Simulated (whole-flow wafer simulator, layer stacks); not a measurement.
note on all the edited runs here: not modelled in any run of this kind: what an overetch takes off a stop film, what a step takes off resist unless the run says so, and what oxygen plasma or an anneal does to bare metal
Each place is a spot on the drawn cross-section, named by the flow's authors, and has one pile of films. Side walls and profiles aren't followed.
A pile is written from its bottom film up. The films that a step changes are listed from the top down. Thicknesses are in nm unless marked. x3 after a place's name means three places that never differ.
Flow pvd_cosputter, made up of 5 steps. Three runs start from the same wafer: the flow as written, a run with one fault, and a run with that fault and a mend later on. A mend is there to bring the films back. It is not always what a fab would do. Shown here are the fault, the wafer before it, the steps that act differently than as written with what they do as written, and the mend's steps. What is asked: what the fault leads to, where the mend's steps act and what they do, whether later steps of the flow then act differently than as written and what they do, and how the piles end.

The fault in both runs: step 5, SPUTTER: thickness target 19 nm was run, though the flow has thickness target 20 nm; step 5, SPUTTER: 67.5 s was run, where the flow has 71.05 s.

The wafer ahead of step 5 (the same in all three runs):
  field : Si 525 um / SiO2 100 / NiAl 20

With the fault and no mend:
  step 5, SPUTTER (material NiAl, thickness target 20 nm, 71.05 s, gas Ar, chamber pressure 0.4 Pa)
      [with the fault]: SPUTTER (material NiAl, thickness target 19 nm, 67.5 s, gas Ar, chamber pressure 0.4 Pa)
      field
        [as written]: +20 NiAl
        [with the fault]: +19 NiAl
  Later steps of the flow that are run all act as written at every place that is followed.
  The piles end different from the flow's at field by more than 2% or 0.5 nm, whichever is larger.
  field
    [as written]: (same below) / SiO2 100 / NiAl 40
    [with the fault]: (same below) / SiO2 100 / NiAl 39

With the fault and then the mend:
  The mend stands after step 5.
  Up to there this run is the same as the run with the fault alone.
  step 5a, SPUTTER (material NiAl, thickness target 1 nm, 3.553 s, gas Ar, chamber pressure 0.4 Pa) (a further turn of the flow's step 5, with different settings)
      field
        +1 NiAl
  Later steps of the flow that are run all act as written at every place that is followed.
  At every place that both follow, the piles at the end match the flow's.
